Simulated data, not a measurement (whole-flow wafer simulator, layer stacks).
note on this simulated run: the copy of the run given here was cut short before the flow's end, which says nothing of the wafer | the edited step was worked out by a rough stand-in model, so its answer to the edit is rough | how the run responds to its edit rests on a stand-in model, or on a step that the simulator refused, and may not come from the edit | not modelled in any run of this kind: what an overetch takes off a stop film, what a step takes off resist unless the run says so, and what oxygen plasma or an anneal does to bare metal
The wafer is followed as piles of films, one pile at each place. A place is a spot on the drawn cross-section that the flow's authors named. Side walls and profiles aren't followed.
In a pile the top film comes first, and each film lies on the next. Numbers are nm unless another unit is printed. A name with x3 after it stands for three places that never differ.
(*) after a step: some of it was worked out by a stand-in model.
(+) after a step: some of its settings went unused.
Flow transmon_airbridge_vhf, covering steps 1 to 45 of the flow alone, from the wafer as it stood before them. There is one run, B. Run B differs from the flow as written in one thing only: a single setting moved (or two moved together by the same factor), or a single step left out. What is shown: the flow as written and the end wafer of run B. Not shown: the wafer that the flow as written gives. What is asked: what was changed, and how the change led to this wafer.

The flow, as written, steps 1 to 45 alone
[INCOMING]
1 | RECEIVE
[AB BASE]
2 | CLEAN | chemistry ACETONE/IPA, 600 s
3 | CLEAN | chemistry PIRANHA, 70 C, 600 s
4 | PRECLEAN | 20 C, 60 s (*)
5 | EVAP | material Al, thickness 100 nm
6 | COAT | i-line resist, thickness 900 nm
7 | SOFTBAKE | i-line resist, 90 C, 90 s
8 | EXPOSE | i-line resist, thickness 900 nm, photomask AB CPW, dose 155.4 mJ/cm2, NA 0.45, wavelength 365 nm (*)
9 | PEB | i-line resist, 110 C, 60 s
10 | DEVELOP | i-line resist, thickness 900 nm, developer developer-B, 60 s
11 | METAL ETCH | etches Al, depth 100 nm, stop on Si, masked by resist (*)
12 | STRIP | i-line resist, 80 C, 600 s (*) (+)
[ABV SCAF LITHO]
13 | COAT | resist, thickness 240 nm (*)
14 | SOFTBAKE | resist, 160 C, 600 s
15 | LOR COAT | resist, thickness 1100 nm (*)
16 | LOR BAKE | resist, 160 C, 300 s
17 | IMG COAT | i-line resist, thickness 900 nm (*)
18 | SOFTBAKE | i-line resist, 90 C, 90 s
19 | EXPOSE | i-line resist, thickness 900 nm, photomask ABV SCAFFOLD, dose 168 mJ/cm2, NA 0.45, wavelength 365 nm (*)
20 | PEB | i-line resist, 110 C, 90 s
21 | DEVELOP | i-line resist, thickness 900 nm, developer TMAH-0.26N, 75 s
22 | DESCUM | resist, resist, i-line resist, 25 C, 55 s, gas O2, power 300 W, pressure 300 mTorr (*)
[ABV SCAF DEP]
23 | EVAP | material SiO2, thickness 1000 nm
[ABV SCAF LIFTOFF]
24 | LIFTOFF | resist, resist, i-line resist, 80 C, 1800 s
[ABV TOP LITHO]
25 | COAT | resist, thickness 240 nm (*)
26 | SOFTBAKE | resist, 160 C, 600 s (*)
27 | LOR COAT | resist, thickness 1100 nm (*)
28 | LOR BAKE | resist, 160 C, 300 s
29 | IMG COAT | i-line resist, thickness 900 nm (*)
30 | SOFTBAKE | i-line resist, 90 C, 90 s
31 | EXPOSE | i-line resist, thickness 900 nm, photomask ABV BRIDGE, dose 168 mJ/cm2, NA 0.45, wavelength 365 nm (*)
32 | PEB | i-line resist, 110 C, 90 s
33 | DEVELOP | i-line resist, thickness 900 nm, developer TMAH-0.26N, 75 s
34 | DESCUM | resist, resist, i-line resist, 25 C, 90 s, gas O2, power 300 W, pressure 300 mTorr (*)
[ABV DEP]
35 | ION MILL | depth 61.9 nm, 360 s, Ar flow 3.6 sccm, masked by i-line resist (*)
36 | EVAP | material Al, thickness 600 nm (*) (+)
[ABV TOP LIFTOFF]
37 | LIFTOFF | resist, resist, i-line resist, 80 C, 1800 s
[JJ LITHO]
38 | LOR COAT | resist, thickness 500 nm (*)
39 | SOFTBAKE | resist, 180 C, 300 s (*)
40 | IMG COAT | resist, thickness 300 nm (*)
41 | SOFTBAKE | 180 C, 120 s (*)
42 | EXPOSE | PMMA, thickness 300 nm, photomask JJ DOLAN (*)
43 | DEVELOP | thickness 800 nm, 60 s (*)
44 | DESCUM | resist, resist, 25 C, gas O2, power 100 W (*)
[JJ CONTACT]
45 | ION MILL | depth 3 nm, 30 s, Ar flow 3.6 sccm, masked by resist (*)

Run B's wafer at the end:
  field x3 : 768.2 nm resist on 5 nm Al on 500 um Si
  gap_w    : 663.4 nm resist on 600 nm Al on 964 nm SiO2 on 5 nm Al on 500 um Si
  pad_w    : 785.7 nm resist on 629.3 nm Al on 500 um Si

Cause: step 11, METAL ETCH: depth 95 nm was run, while the flow as written has depth 100 nm.

How this came from the change, step by step:
  11 | METAL ETCH | etches Al, depth 100 nm, stop on Si, masked by resist (*)
      field x3, jj_line, gap_w, gap_e: Al loses 95 (in the flow as written it would be: Al loses 100 (all of it))
      ground_far, pad_w, flank_w and 8 more: i-line resist loses 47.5 (in the flow as written it would be: i-line resist loses 50)
  45 | ION MILL | depth 3 nm, 30 s, Ar flow 3.6 sccm, masked by resist (*)
      jj_line: Al loses 5 (all of it), Si loses 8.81 (in the flow as written it would be: Si loses 11.6)
If metal films that touch count as one body, field x3 has 1 body; the flow as written gives 0 bodies.
If metal films that touch count as one body, gap_w has 2 bodies (between them, from the top down: SiO2 964); the flow as written gives 1 body.
